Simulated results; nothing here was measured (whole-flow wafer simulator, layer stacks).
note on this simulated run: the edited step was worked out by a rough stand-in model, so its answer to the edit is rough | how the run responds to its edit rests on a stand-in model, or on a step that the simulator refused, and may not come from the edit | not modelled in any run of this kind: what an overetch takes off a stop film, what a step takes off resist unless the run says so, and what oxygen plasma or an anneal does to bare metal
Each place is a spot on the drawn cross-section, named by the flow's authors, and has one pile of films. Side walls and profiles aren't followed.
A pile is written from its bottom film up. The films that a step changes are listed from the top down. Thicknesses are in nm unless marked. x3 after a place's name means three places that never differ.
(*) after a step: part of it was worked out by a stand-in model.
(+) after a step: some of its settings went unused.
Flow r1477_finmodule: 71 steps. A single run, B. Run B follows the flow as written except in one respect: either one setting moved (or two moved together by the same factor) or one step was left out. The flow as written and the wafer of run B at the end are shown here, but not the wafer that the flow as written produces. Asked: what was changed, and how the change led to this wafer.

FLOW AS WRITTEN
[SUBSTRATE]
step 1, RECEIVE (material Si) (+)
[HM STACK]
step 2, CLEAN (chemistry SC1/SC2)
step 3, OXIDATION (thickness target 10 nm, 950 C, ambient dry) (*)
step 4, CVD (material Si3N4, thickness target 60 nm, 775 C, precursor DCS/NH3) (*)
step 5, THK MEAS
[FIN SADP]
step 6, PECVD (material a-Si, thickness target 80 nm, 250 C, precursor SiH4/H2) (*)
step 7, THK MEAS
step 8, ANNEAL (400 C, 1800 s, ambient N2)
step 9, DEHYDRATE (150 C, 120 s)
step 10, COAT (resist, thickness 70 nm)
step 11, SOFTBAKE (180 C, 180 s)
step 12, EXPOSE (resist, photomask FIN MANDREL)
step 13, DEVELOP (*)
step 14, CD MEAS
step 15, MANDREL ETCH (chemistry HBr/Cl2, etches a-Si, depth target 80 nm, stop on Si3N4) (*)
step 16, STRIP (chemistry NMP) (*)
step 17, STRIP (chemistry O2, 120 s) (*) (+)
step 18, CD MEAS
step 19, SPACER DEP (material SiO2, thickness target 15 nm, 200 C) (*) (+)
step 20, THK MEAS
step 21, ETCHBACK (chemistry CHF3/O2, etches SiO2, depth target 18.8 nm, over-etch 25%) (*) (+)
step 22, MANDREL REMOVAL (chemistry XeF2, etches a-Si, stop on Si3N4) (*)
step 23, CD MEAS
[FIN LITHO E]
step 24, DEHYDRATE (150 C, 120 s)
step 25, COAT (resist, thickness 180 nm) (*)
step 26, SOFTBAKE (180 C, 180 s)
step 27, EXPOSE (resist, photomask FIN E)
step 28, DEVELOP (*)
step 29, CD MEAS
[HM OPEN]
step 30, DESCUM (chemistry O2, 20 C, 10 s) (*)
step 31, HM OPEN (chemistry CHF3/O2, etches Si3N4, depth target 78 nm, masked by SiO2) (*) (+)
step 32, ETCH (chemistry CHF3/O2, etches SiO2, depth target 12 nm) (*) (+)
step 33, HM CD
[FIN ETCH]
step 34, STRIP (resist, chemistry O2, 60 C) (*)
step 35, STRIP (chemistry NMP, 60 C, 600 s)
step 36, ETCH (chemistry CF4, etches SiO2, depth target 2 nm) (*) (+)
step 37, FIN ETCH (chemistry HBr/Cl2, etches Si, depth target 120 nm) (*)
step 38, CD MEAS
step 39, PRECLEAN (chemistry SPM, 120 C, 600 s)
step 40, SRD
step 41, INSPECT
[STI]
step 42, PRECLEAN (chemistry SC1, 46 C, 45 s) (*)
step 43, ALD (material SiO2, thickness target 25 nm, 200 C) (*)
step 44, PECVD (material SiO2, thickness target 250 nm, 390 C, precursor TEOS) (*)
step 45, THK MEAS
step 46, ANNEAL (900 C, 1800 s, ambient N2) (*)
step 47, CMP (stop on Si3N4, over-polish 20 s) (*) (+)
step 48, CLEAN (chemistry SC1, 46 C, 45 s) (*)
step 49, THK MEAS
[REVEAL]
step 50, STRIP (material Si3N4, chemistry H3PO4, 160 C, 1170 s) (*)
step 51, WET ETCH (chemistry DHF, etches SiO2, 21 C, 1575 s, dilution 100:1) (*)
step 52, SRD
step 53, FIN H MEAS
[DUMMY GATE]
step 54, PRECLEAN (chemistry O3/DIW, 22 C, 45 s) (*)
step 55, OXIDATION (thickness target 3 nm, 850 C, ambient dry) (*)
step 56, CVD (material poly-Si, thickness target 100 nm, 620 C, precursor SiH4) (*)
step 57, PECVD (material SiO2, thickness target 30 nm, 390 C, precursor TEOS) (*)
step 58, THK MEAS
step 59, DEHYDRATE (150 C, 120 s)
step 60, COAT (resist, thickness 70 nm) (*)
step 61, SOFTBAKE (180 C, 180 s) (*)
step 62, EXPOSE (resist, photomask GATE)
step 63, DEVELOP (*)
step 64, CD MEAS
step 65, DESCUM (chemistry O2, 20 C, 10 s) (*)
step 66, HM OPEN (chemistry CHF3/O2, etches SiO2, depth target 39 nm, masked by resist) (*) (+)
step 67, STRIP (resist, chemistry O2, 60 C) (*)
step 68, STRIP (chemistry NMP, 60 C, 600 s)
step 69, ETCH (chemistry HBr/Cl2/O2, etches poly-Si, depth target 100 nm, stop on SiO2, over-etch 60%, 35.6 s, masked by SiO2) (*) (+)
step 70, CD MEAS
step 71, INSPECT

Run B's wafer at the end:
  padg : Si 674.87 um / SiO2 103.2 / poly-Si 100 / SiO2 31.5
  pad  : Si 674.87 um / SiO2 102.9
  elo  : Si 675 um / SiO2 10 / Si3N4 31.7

The reason: step 57, PECVD: thickness target 36.8 nm was run, whereas the flow has thickness target 30 nm.

Step by step, how the change led to this:
  step 57, PECVD (material SiO2, thickness target 30 nm, 390 C, precursor TEOS) (*)
      pad, padg, elg and 33 more: +36.8 SiO2 (new film) (it would be, as written: +30 SiO2 (new film))
  step 66, HM OPEN (chemistry CHF3/O2, etches SiO2, depth target 39 nm, masked by resist) (*) (+)
      pad, elo, eso and 15 more: -36.8 SiO2 (all of it), -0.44 poly-Si (it would be, as written: -30 SiO2 (all of it), -1.8 poly-Si)
